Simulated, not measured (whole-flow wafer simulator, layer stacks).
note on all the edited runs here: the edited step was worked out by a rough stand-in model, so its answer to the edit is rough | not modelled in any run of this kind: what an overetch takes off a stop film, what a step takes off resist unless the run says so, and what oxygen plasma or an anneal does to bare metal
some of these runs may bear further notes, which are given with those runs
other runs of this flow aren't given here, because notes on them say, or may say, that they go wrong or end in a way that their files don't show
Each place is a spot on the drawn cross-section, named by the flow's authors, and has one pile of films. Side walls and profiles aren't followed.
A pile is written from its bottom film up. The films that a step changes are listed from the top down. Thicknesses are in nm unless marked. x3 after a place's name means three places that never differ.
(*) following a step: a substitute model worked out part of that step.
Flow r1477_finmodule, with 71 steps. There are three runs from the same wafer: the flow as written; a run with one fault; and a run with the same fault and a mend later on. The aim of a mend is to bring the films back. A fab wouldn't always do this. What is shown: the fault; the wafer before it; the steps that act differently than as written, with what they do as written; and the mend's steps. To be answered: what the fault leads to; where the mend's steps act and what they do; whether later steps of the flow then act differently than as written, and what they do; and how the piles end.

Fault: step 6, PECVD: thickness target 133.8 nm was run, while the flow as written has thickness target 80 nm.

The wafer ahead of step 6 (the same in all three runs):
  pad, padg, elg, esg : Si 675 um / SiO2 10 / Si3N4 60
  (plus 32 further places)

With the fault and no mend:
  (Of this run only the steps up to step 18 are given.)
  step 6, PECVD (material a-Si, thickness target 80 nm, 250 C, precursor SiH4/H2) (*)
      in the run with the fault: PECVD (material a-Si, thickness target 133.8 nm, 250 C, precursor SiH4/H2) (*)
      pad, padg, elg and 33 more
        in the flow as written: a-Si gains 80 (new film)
        in the run with the fault: a-Si gains 133.8 (new film)
  Steps further on in the flow that do not act as written:
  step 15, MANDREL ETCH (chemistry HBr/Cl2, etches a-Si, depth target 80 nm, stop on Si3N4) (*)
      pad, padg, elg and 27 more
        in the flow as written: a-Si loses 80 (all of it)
        in the run with the fault: a-Si loses 80
  The piles after step 18 differ from the flow's at pad, padg, elg and 33 more by more than 2% or 0.5 nm, whichever is larger.
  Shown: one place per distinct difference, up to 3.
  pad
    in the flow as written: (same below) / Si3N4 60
    in the run with the fault: (same below) / Si3N4 60 / a-Si 53.8
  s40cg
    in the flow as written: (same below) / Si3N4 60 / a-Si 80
    in the run with the fault: (same below) / Si3N4 60 / a-Si 133.8

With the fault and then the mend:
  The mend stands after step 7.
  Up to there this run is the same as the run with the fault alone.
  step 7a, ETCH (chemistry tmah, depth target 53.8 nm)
      pad, padg, elg and 33 more
        a-Si loses 53.8
  Every later step of the flow that is run acts as written at every place that is followed.
  The piles end the same as the flow's at every place that both follow.
